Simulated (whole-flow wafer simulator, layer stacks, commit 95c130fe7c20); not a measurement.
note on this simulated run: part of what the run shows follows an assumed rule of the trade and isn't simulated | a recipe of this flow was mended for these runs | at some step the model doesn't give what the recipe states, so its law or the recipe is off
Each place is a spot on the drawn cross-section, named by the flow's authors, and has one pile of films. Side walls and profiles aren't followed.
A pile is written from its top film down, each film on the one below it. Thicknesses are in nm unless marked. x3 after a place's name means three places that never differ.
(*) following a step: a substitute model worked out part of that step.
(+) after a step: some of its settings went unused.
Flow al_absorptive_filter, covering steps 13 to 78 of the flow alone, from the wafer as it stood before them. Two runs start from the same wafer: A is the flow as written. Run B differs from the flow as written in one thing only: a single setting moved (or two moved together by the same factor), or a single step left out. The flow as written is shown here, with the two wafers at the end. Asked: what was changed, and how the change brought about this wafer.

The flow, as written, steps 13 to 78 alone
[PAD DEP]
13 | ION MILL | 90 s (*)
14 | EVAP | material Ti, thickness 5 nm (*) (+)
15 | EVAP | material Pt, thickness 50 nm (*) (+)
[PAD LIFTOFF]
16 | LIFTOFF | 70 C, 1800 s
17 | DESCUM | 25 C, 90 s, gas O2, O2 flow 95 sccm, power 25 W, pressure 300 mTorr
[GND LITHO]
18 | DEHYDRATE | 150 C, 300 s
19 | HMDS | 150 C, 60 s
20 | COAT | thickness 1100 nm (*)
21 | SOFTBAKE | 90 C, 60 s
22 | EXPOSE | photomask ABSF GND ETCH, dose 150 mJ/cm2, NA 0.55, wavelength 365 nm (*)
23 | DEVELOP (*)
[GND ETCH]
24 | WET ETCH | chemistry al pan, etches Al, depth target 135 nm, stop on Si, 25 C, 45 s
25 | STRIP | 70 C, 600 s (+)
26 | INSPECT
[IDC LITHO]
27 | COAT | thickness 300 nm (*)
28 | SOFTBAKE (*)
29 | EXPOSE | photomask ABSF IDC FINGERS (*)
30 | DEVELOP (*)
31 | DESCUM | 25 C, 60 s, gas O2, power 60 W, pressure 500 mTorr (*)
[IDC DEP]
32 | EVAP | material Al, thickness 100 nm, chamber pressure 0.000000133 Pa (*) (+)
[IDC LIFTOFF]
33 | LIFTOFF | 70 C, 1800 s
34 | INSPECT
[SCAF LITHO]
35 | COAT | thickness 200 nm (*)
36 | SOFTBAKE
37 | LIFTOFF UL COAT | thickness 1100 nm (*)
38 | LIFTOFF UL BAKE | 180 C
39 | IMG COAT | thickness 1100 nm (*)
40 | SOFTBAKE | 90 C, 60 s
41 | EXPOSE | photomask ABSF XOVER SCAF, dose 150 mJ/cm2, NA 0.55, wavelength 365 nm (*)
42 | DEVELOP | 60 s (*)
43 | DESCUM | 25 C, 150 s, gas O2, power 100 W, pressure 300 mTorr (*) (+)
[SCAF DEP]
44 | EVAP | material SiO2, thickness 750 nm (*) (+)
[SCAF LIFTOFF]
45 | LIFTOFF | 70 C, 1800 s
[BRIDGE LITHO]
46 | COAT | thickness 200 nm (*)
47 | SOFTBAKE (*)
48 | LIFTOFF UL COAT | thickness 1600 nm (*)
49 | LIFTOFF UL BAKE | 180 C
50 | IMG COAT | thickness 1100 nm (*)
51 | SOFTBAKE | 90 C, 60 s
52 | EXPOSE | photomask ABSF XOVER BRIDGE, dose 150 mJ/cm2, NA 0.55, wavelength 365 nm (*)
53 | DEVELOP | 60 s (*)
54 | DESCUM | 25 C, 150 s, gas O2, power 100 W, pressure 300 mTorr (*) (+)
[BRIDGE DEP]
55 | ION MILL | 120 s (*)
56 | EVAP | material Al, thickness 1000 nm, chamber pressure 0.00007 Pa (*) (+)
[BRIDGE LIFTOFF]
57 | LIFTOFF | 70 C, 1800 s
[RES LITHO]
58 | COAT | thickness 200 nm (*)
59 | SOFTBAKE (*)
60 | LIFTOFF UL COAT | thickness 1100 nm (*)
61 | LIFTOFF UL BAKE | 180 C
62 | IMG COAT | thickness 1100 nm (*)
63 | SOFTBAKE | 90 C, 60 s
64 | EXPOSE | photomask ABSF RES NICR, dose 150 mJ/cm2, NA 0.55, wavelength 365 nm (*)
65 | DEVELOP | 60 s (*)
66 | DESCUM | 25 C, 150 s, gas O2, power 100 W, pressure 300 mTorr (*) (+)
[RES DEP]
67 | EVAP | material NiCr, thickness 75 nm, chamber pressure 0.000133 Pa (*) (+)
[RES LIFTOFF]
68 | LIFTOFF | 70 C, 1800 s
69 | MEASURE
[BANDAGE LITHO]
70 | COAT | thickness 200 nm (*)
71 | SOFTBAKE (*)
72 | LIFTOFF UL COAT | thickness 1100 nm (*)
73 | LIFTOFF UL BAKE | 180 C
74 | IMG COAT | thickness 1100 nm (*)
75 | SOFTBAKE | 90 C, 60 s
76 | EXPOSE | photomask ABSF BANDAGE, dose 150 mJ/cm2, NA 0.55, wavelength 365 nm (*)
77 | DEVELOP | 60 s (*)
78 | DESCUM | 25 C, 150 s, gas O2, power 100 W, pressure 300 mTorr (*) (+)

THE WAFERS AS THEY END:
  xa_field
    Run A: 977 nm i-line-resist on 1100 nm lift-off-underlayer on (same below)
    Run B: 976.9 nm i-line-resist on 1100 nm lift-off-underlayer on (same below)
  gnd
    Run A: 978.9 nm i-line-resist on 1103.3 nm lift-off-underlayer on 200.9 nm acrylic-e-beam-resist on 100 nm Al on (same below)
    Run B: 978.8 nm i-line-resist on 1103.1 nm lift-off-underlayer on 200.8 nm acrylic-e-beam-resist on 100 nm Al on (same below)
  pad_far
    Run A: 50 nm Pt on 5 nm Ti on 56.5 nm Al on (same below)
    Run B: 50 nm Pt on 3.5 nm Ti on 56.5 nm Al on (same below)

Cause: step 14, EVAP: thickness 3.5 nm was run, though the flow has thickness 5 nm.
The wafer lets one read it off: pad_far has Ti 3.5, and step 14 as written asks for 5 nm.

How this came from the change, step by step:
  14 | EVAP | material Ti, thickness 5 nm (*) (+)
      gnd, pad_far, pad_near and 11 more: A Ti gains 5 (new film) | B Ti gains 3.5 (new film)
  16 | LIFTOFF | 70 C, 1800 s
      gnd, ledge, res and 9 more: A Pt loses 50 (all of it), Ti loses 5 (all of it), i-line-resist loses 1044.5 (all of it), lift-off-underlayer loses 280 (all of it) | B Pt loses 50 (all of it), Ti loses 3.5 (all of it), i-line-resist loses 1044.5 (all of it), lift-off-underlayer loses 280 (all of it)
